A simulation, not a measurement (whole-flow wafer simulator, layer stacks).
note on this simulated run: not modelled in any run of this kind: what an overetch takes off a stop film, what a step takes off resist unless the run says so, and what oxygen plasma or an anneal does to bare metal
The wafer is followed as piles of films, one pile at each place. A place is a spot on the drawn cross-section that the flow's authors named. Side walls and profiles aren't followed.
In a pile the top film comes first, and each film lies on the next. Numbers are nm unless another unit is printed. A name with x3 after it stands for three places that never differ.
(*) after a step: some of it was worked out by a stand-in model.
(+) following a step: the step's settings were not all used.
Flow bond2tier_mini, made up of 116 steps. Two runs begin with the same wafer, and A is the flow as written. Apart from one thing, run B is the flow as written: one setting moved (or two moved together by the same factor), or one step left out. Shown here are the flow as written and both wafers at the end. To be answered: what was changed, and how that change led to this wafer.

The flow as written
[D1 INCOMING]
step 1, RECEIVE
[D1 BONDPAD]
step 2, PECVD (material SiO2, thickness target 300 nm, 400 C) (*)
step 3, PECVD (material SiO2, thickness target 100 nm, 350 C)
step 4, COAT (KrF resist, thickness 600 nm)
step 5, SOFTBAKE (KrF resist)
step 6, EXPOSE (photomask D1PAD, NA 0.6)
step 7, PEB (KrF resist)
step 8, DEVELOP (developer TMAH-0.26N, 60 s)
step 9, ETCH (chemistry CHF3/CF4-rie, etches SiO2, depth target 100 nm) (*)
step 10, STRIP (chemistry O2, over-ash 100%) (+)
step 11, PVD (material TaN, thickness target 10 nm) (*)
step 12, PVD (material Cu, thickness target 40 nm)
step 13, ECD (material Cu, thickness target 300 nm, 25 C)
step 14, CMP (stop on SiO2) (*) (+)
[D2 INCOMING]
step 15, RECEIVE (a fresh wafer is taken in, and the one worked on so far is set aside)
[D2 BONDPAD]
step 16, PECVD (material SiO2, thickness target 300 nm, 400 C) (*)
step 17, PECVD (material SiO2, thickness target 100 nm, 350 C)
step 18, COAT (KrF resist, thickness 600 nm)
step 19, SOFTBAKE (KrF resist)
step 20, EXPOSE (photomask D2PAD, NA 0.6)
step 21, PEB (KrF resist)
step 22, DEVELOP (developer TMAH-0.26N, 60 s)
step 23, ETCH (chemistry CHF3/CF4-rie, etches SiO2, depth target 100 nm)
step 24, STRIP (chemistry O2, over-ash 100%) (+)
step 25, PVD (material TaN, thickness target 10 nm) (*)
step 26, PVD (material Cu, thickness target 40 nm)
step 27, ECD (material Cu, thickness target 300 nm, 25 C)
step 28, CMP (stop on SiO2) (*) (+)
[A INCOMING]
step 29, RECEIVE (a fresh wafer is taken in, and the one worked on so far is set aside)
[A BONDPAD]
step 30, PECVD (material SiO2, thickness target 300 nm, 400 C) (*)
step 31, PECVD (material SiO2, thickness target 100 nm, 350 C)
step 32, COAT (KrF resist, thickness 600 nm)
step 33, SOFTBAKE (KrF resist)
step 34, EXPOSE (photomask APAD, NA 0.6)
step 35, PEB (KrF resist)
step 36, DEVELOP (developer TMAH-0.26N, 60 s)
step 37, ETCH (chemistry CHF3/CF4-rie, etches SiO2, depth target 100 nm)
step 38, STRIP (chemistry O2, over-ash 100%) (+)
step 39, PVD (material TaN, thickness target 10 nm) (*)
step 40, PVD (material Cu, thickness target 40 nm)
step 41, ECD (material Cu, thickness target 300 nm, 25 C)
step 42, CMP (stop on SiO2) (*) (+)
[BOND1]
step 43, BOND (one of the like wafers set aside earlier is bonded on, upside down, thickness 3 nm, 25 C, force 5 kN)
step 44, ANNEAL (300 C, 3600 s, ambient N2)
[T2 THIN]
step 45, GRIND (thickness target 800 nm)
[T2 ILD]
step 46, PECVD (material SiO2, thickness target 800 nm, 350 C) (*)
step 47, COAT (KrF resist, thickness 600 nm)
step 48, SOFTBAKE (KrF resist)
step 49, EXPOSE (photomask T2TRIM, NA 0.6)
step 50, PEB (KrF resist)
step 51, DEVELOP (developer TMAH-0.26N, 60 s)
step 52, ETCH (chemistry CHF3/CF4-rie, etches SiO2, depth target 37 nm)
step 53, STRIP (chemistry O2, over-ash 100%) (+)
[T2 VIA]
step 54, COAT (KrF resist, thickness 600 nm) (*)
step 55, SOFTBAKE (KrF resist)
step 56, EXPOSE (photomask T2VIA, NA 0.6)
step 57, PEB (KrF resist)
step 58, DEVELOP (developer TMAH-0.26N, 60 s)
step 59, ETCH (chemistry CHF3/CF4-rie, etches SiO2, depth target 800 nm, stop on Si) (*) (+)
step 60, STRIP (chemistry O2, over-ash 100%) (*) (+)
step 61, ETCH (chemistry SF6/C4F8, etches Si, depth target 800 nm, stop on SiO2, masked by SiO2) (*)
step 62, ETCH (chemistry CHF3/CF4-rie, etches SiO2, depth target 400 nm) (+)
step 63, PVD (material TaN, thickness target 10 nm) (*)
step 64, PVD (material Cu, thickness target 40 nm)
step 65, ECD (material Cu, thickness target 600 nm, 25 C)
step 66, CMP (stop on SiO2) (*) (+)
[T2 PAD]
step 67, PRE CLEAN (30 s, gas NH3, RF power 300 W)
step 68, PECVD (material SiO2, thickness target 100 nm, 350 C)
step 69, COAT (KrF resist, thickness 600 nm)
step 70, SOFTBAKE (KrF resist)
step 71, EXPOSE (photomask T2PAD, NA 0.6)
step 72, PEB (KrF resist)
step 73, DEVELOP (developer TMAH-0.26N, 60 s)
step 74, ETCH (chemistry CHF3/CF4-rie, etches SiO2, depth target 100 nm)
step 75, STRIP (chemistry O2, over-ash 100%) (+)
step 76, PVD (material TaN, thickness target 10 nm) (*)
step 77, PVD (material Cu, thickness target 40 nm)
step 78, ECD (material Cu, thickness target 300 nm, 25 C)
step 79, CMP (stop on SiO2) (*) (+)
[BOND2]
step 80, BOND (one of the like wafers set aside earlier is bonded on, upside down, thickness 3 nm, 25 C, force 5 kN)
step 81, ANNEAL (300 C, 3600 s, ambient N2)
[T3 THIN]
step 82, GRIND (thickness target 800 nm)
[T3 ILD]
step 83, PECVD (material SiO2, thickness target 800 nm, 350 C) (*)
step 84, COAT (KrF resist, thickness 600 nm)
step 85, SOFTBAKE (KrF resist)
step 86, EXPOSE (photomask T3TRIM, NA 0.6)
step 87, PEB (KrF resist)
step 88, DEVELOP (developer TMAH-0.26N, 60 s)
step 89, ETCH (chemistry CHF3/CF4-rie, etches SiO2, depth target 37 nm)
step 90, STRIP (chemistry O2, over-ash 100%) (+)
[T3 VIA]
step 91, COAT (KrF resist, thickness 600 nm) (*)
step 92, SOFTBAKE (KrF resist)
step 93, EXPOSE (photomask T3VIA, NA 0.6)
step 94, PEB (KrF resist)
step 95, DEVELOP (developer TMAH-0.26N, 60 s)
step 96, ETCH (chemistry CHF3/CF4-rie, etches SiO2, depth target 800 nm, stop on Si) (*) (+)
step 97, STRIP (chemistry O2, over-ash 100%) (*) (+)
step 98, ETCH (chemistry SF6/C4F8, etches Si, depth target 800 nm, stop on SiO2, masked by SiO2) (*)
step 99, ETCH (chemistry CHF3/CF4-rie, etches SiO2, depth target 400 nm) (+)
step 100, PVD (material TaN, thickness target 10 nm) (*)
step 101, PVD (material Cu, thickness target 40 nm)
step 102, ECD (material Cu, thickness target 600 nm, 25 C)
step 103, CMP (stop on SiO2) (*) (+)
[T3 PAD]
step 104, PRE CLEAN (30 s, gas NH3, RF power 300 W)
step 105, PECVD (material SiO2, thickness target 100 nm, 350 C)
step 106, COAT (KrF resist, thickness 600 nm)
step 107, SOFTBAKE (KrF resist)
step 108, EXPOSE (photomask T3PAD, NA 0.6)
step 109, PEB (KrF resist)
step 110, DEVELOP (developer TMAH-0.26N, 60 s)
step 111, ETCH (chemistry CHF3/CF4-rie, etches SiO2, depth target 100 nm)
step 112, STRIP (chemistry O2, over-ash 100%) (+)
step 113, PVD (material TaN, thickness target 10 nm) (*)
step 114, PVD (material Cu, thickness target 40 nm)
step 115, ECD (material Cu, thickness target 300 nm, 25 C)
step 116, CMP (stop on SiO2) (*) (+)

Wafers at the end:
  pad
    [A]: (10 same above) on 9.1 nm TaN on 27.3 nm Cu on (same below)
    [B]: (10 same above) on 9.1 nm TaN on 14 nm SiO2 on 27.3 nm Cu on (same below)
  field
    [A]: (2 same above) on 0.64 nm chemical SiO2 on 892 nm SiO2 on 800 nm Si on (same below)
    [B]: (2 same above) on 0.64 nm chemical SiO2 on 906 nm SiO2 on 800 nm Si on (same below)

The reason: step 68, PECVD: thickness target 114 nm was run, whereas the flow has thickness target 100 nm.

The path from the change to this, step by step:
  step 68, PECVD (material SiO2, thickness target 100 nm, 350 C)
      field: A +100 SiO2 | B +114 SiO2
      pad: A +100 SiO2 (new film) | B +114 SiO2 (new film)
  step 74, ETCH (chemistry CHF3/CF4-rie, etches SiO2, depth target 100 nm)
      pad: A -100 SiO2 (all of it) | B -100 SiO2
With metal films that touch counted as one body, pad has 4 bodies (between them, from the top down: SiO2 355 / Si 800 / chemical SiO2 0.64 / SiO2 300; SiO2 14; SiO2 355 / Si 800 / chemical SiO2 0.64 / SiO2 300); the flow as written gives 3 bodies (between them, from the top down: SiO2 355 / Si 800 / chemical SiO2 0.64 / SiO2 300; SiO2 355 / Si 800 / chemical SiO2 0.64 / SiO2 300).
